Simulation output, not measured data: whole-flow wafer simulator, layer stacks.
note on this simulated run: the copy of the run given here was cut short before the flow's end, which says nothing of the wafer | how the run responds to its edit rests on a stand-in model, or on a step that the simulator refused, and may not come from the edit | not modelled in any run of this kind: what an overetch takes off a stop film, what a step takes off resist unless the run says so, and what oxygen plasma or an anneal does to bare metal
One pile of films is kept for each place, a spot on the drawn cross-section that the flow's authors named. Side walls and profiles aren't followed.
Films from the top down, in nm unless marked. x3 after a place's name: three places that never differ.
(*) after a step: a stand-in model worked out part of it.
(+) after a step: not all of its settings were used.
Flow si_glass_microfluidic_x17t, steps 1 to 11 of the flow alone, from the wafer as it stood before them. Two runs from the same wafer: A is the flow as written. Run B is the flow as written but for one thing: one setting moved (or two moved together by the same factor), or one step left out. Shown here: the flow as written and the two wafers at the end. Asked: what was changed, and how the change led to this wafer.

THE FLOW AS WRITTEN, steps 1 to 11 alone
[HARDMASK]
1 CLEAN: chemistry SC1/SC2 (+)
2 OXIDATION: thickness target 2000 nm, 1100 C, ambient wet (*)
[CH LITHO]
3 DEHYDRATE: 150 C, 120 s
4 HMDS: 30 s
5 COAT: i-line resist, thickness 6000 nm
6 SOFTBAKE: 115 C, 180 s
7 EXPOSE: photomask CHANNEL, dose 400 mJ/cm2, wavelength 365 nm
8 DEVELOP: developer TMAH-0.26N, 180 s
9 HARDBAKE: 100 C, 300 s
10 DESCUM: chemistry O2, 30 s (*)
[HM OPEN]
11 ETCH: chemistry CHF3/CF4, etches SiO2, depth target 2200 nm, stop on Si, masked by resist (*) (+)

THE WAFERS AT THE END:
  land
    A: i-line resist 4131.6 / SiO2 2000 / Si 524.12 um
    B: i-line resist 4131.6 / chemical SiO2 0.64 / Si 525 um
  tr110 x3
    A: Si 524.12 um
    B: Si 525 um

The cause: step 2, OXIDATION: thickness target 2000 nm, 1100 C, ambient wet (*), was left out.

How the change led to this, step by step:
  11 ETCH: chemistry CHF3/CF4, etches SiO2, depth target 2200 nm, stop on Si, masked by resist (*) (+)
      tr110 x3: A SiO2 -2000 (all of it) | B chemical SiO2 -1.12 (all of it)
